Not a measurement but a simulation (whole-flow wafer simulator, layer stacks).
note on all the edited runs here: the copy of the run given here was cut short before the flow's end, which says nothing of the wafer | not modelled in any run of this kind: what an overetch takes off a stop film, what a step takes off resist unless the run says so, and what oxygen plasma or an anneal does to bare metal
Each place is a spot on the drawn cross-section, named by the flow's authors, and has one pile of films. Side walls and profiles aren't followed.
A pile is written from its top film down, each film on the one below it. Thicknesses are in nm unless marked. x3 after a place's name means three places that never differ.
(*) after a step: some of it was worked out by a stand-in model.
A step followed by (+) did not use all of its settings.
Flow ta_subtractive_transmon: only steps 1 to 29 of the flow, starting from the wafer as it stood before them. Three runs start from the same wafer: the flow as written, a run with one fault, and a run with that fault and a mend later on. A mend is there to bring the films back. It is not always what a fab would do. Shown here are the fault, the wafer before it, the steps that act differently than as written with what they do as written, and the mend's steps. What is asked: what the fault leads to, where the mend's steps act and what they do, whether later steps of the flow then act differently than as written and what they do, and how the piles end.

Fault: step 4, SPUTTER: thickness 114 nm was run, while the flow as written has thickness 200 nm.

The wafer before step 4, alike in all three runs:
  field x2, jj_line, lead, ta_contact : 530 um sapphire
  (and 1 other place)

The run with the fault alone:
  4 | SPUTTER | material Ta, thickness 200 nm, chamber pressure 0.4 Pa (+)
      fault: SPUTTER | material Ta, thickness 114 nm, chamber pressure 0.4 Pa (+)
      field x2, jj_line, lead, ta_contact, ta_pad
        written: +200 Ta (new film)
        fault: +114 Ta (new film)
  Steps later in the flow that act otherwise than as written:
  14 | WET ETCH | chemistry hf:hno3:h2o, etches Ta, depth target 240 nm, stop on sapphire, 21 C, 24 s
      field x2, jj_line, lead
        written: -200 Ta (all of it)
        fault: -114 Ta (all of it)
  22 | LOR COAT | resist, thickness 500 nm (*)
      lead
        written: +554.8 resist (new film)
        fault: +532.2 resist (new film)
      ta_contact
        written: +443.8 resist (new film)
        fault: +466.7 resist (new film)
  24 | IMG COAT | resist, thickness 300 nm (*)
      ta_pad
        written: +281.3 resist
        fault: +289.2 resist
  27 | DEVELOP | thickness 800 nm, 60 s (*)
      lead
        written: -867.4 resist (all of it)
        fault: -839.3 resist (all of it)
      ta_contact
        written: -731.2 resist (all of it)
        fault: -759.7 resist (all of it)
  At ta_contact, ta_pad, the piles at the end differ from the flow's by more than 2% or 0.5 nm, whichever is larger.
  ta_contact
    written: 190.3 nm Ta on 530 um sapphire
    fault: 104.3 nm Ta on 530 um sapphire
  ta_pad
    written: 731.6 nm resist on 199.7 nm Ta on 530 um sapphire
    fault: 745.4 nm resist on 113.7 nm Ta on 530 um sapphire

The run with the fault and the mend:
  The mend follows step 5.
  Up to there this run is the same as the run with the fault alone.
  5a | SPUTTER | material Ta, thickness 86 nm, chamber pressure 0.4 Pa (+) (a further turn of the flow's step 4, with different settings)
      field x2, jj_line, lead, ta_contact, ta_pad
        +86 Ta
  Later steps of the flow that are run all act as written at every place that is followed.
  By the end, the piles equal the flow's at every place that both follow.
